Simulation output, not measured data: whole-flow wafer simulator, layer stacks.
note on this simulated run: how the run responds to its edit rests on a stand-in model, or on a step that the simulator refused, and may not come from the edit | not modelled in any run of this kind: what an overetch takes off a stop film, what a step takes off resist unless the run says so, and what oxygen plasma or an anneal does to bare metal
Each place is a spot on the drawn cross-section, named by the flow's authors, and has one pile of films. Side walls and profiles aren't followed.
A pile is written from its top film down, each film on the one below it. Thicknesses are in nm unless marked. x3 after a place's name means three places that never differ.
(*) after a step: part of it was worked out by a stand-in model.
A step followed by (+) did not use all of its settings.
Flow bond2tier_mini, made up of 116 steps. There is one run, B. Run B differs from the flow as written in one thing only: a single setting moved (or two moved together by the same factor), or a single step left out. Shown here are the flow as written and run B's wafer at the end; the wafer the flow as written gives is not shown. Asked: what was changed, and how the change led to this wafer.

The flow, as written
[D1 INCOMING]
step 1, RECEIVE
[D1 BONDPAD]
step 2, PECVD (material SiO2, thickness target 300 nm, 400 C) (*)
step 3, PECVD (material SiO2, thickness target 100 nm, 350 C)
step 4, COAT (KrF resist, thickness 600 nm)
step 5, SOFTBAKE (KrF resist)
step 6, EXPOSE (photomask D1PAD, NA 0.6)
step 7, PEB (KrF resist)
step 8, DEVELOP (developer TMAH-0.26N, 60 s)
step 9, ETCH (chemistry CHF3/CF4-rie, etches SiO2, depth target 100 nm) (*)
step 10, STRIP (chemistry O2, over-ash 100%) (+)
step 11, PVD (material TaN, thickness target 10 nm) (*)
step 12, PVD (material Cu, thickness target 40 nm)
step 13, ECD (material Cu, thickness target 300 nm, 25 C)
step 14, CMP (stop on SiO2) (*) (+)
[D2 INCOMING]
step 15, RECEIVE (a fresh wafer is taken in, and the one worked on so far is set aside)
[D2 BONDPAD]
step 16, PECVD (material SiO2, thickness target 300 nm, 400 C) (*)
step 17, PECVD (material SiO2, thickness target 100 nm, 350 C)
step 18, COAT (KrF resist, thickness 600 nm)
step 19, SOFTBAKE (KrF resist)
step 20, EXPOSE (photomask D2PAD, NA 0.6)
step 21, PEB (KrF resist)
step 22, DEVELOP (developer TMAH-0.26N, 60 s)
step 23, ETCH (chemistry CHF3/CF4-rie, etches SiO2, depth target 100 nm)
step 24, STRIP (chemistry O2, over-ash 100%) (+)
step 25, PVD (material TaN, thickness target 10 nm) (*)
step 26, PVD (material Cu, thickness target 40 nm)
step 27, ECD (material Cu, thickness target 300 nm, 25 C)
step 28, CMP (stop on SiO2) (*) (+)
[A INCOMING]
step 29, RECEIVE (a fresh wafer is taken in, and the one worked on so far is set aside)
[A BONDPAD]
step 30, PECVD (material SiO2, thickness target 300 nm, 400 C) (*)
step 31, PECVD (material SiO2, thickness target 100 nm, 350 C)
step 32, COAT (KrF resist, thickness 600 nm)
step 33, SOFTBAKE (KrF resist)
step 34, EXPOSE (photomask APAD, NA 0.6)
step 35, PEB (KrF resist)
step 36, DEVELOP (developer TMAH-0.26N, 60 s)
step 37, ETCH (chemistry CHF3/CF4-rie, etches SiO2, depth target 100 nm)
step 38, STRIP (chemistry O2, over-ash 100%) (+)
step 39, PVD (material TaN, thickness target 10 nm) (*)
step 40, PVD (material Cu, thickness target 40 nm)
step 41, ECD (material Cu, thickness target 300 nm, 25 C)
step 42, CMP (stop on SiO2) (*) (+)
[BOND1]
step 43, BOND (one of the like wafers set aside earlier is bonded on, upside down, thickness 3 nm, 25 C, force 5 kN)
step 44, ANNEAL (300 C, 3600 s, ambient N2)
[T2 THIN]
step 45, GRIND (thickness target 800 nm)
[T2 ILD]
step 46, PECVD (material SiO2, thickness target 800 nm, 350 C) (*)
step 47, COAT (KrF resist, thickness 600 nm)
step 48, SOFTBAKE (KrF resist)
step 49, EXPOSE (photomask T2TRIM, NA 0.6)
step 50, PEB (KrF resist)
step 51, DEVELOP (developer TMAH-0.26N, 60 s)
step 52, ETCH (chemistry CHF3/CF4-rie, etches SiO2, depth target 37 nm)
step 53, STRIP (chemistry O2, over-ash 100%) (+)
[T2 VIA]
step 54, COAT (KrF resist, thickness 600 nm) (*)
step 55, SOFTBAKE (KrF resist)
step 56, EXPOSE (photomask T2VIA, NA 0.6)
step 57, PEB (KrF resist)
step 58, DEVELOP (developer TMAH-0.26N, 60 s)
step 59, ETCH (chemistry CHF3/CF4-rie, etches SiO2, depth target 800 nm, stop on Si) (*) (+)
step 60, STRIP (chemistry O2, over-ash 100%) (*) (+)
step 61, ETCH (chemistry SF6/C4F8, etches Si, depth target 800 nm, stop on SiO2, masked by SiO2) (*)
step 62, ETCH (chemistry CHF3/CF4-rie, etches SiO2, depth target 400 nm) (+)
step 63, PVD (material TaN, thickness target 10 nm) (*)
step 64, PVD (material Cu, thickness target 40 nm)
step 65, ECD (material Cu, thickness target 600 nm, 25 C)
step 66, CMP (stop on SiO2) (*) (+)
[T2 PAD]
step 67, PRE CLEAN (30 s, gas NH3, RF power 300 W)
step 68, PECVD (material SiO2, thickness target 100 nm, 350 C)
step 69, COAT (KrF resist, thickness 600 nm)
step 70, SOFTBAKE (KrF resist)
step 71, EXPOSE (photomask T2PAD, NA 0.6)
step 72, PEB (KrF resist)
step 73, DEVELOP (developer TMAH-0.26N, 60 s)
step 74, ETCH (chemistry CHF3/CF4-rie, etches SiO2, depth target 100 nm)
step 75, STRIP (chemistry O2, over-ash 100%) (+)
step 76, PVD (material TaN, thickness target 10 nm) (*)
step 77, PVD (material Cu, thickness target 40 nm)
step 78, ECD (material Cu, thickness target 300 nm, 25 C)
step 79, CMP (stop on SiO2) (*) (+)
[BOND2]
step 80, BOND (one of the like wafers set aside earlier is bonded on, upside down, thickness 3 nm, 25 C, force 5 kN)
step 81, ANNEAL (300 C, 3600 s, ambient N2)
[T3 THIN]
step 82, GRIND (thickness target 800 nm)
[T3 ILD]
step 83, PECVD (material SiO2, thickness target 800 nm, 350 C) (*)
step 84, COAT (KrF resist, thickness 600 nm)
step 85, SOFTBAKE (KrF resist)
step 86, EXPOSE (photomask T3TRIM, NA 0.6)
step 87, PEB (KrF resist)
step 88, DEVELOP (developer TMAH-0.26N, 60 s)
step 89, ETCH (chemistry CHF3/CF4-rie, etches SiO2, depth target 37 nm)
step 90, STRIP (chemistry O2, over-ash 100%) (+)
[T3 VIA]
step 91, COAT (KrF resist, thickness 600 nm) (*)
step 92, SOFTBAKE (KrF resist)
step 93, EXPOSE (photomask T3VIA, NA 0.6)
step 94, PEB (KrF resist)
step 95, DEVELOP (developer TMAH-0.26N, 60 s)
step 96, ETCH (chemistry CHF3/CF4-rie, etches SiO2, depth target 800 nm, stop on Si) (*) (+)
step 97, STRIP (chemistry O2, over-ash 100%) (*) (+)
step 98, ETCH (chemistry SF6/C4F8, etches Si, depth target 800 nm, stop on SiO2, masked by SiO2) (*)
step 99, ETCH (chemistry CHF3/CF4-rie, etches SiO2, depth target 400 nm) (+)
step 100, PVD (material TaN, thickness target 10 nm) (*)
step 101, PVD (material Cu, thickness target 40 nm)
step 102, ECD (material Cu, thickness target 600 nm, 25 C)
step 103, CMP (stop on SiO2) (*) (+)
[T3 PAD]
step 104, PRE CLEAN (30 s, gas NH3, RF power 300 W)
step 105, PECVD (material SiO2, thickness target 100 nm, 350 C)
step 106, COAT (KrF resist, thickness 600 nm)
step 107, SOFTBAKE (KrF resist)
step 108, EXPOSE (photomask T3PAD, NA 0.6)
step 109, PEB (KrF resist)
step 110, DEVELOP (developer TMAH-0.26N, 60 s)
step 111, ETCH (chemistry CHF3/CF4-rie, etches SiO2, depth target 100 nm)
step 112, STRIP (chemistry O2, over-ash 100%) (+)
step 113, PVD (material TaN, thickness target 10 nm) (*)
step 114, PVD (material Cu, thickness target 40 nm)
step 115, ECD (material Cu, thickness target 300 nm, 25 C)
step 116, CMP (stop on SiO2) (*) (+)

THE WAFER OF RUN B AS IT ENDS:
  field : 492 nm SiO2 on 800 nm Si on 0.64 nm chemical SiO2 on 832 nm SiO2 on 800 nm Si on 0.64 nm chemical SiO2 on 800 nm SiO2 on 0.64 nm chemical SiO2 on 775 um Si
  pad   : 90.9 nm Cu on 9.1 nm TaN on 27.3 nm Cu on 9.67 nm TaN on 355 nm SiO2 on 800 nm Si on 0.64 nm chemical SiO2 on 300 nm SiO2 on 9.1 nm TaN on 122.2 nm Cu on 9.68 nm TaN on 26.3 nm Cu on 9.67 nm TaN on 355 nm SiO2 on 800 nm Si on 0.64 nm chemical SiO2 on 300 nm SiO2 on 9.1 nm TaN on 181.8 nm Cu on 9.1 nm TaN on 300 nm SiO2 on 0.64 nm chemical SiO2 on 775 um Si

The reason: step 68, PECVD: thickness target 40 nm was run, though the flow has thickness target 100 nm.

Step by step, how the change led to this:
  step 68, PECVD (material SiO2, thickness target 100 nm, 350 C)
      field: SiO2 gains 40 (it would be, as written: SiO2 gains 100)
      pad: SiO2 gains 40 (new film) (it would be, as written: SiO2 gains 100 (new film))
  step 74, ETCH (chemistry CHF3/CF4-rie, etches SiO2, depth target 100 nm)
      pad: SiO2 loses 40 (all of it), Cu loses 1 (it would be, as written: SiO2 loses 100 (all of it))
      field: KrF resist loses 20 (it would be, as written: KrF resist loses 33.3)
  step 75, STRIP (chemistry O2, over-ash 100%) (+)
      field: KrF resist loses 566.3 (all of it) (it would be, as written: KrF resist loses 552.9 (all of it))
  step 76, PVD (material TaN, thickness target 10 nm) (*)
      pad: TaN gains 9.68 (new film) (it would be, as written: TaN gains 9.1 (new film))
  step 77, PVD (material Cu, thickness target 40 nm)
      pad: Cu gains 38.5 (new film) (it would be, as written: Cu gains 36.4 (new film))
  step 78, ECD (material Cu, thickness target 300 nm, 25 C)
      pad: Cu gains 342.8 (it would be, as written: Cu gains 404.5)
